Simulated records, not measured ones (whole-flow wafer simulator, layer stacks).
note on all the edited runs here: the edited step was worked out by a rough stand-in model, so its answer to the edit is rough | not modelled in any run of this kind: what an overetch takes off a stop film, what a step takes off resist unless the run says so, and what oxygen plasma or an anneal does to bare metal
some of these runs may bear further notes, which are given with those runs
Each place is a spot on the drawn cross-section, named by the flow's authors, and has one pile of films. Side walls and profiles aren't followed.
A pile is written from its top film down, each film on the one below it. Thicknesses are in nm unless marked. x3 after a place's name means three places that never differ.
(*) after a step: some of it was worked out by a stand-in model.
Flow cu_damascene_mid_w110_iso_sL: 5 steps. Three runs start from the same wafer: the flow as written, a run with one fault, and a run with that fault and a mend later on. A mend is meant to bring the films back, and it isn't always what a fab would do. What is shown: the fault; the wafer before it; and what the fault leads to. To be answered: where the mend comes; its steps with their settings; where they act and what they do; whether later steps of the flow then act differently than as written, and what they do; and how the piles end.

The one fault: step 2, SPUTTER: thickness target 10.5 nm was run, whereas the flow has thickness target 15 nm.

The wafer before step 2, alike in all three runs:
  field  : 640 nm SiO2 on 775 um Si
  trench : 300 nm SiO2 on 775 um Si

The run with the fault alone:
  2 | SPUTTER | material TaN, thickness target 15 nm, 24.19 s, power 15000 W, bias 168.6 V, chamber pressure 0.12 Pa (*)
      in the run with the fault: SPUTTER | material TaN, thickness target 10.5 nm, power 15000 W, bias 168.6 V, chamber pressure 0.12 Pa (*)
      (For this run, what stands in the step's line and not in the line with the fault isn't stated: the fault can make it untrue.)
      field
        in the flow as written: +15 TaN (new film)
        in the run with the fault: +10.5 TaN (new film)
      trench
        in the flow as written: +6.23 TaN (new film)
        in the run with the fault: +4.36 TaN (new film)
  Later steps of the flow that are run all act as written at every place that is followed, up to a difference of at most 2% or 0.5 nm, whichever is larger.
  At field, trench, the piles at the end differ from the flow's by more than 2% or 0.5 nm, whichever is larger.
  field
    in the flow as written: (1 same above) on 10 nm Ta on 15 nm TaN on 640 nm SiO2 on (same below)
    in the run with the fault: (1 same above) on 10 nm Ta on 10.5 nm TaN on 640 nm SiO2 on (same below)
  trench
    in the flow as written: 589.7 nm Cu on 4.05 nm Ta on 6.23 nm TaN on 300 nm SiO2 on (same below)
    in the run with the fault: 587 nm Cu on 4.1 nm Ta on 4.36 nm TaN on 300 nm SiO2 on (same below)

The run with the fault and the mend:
  The mend stands after step 2.
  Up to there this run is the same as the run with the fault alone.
  2a | SPUTTER | material TaN, thickness target 4.5 nm, power 15000 W, bias 168.6 V, chamber pressure 0.12 Pa (*) (the flow's step 2, run once more with other settings)
      field
        +4.5 TaN
      trench
        +1.8 TaN
  Later steps of the flow that are run all act as written at every place that is followed, up to a difference of at most 2% or 0.5 nm, whichever is larger.
  The piles end only slightly different from the flow's at the places that both follow, by no more than 2% or 0.5 nm, whichever is larger.
